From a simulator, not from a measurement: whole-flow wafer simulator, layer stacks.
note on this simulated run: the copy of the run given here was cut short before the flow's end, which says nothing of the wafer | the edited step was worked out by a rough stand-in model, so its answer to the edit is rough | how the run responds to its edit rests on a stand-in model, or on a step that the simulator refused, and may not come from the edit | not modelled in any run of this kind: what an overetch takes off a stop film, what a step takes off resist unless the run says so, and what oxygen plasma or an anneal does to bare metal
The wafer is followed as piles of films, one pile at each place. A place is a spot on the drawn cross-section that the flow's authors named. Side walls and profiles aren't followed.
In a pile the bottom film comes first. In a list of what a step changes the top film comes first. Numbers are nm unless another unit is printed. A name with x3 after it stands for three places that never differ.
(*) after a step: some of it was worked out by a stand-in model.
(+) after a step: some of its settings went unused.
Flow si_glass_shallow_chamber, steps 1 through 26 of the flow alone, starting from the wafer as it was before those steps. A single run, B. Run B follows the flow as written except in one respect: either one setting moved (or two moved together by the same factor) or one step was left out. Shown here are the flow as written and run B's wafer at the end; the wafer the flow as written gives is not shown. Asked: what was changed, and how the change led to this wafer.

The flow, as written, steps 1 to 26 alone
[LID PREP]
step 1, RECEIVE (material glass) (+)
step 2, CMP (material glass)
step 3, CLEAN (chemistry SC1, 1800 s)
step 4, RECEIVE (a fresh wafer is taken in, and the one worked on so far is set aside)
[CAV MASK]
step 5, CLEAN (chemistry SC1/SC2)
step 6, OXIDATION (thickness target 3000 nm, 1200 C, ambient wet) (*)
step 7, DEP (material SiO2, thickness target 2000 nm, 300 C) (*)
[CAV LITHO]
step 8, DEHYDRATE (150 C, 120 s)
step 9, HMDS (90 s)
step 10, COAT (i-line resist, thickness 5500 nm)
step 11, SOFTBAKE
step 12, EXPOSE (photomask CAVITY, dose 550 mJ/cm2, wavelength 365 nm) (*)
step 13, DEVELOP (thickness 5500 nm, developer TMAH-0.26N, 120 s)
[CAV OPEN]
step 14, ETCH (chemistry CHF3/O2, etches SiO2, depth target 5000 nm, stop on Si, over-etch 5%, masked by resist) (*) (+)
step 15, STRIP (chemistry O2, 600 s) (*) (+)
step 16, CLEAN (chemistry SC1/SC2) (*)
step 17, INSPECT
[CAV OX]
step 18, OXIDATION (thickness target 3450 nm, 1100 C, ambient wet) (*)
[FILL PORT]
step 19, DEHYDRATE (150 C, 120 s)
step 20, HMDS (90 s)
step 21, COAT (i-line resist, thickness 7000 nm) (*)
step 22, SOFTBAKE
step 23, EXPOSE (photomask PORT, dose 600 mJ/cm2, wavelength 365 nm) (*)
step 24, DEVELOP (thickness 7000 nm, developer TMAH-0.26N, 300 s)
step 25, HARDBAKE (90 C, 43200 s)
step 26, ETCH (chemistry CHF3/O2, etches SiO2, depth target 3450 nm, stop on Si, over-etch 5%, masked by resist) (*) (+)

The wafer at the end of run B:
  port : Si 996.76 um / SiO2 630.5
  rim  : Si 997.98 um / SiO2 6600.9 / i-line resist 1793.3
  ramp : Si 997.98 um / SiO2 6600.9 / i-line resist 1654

The reason: step 18, OXIDATION: thickness target 4253 nm was run, while the flow as written has thickness target 3450 nm.

Step by step, how the change led to this:
  step 18, OXIDATION (thickness target 3450 nm, 1100 C, ambient wet) (*)
      rim, ramp, septum, ring: +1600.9 SiO2, -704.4 Si (as written it would have been: +1109.8 SiO2, -488.3 Si)
      cav, port: +4253 SiO2 (new film), -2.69 chemical SiO2 (all of it), -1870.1 Si (as written it would have been: +3450 SiO2 (new film), -2.69 chemical SiO2 (all of it), -1516.8 Si)
  step 22, SOFTBAKE
      rim: -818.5 i-line resist (as written it would have been: -849 i-line resist)
      ramp: -413.6 i-line resist (as written it would have been: -434.5 i-line resist)
      (also at 3 further places)
  step 25, HARDBAKE (90 C, 43200 s)
      rim: -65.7 i-line resist (as written it would have been: -62.5 i-line resist)
      ramp: -60.6 i-line resist (as written it would have been: -57.1 i-line resist)
  step 26, ETCH (chemistry CHF3/O2, etches SiO2, depth target 3450 nm, stop on Si, over-etch 5%, masked by resist) (*) (+)
      port: -3622.5 SiO2 (as written it would have been: -3450 SiO2 (all of it), -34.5 Si)
